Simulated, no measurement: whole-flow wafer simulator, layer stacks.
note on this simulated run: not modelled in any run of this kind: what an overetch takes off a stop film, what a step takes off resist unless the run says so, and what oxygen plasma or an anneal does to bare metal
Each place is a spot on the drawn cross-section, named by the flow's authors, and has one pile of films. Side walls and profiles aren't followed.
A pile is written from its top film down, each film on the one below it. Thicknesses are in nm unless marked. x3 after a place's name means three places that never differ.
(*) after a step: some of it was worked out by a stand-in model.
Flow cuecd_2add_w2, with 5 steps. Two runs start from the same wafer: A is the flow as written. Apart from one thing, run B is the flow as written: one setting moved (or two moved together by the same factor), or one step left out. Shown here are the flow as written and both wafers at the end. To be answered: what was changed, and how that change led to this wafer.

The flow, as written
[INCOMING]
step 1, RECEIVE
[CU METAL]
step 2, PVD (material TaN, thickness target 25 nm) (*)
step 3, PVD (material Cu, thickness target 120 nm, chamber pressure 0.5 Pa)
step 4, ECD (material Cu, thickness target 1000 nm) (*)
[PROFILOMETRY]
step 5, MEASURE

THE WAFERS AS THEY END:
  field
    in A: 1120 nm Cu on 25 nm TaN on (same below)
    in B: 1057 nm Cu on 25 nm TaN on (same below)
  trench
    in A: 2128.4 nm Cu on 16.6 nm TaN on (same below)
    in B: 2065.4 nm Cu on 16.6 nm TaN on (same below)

The reason: step 3, PVD: thickness target 57 nm was run, though the flow has thickness target 120 nm.

Step by step, how the change led to this:
  step 3, PVD (material Cu, thickness target 120 nm, chamber pressure 0.5 Pa)
      field: A Cu gains 120 (new film) | B Cu gains 57 (new film)
      trench: A Cu gains 80.8 (new film) | B Cu gains 38.5 (new film)
